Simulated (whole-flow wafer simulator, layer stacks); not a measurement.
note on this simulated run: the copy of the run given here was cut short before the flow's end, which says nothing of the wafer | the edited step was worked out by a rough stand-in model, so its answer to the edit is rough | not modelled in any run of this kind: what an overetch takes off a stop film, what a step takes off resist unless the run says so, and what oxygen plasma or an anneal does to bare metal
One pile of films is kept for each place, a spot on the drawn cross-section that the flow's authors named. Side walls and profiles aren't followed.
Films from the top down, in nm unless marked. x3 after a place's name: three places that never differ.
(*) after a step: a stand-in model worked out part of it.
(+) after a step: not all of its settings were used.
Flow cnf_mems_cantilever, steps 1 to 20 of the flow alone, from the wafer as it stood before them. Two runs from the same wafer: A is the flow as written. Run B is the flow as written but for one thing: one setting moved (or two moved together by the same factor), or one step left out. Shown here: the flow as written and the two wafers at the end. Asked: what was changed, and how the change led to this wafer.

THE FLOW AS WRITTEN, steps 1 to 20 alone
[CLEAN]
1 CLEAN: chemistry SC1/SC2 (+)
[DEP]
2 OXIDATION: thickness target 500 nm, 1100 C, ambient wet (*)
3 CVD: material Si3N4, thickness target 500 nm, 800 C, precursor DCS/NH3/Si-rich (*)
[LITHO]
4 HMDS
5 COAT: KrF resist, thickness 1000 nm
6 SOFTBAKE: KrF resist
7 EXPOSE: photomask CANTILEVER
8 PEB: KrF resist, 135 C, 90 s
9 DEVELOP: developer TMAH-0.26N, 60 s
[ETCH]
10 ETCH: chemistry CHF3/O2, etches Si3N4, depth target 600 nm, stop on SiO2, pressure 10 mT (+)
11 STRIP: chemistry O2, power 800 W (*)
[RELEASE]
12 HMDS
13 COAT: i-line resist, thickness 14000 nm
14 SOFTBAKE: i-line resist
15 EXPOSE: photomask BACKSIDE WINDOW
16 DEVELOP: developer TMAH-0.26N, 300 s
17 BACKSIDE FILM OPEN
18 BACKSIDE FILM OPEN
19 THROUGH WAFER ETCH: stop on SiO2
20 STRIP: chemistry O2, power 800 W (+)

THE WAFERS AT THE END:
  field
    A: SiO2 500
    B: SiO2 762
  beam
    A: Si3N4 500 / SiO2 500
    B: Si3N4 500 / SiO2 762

The cause: step 2, OXIDATION: thickness target 762 nm was run, where the flow has thickness target 500 nm.
It can be read off the wafer: field has SiO2 762, and step 2 as written asks for 500 nm.

How the change led to this, step by step:
  2 OXIDATION: thickness target 500 nm, 1100 C, ambient wet (*)
      field, beam: A SiO2 +500 (new film), chemical SiO2 -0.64 (all of it), Si -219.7 | B SiO2 +762 (new film), chemical SiO2 -0.64 (all of it), Si -335
  19 THROUGH WAFER ETCH: stop on SiO2
      field: A under 1 film: Si -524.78 um (all of it) | B under 1 film: Si -524.67 um (all of it)
      beam: A under 2 films: Si -524.78 um (all of it) | B under 2 films: Si -524.67 um (all of it)
